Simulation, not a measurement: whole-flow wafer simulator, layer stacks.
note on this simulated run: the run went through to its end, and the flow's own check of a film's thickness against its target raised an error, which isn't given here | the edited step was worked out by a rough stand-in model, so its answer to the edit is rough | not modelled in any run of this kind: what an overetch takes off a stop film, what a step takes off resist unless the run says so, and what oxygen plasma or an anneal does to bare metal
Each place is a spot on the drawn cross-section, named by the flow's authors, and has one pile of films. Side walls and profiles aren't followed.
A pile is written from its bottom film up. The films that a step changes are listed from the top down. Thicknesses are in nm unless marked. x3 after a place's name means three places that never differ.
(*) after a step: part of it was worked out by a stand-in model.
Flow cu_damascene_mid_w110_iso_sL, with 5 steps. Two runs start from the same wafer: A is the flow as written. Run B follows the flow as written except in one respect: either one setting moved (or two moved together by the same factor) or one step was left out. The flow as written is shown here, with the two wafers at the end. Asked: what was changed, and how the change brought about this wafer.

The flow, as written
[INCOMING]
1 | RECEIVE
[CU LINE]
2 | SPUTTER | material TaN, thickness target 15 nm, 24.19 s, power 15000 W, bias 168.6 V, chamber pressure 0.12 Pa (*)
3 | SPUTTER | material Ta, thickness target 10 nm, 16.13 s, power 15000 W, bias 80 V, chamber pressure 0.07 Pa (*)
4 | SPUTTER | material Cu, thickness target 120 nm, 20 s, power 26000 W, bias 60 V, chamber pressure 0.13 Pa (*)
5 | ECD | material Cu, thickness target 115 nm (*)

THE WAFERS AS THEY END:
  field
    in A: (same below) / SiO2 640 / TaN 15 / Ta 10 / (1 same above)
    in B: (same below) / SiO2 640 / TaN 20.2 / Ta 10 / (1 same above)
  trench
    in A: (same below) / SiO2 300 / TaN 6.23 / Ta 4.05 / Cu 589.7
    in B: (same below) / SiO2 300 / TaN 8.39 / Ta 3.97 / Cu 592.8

What caused this: step 2, SPUTTER: thickness target 20.2 nm was run, while the flow as written has thickness target 15 nm; step 2, SPUTTER: 32.66 s was run, where the flow has 24.19 s.
The wafer lets one read it off: field has TaN 20.2, and step 2 as written asks for 15 nm.

How this came from the change, step by step:
  2 | SPUTTER | material TaN, thickness target 15 nm, 24.19 s, power 15000 W, bias 168.6 V, chamber pressure 0.12 Pa (*)
      field: A TaN gains 15 (new film) | B TaN gains 20.2 (new film)
      trench: A TaN gains 6.23 (new film) | B TaN gains 8.39 (new film)
